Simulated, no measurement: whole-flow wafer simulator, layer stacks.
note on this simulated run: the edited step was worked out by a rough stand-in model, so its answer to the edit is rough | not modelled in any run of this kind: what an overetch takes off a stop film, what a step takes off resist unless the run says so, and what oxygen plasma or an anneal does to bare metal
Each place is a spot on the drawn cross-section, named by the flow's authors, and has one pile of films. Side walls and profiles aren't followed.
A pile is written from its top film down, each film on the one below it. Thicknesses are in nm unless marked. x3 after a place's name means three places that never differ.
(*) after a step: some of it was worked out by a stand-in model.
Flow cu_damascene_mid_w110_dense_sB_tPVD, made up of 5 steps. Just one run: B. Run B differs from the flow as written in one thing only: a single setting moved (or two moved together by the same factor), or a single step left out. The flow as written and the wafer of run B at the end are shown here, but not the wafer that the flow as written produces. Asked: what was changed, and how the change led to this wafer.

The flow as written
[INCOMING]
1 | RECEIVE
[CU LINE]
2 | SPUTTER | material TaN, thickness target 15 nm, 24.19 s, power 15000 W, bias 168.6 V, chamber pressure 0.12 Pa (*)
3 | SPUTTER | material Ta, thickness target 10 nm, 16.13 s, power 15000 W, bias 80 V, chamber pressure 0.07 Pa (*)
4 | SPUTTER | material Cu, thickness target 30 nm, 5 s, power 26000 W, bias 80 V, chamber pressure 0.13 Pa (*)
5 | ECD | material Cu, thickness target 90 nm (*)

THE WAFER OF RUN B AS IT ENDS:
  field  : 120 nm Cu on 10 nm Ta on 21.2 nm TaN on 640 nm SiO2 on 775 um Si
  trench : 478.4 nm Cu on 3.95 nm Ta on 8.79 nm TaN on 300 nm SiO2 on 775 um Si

Cause: step 2, SPUTTER: 28.73 s was run, whereas the flow has 24.19 s; step 2, SPUTTER: power 17810 W was run, where the flow has power 15000 W.

Step by step, how the change led to this:
  2 | SPUTTER | material TaN, thickness target 15 nm, 24.19 s, power 15000 W, bias 168.6 V, chamber pressure 0.12 Pa (*)
      field: +21.2 TaN (new film) (as written it would have been: +15 TaN (new film))
      trench: +8.79 TaN (new film) (as written it would have been: +6.23 TaN (new film))
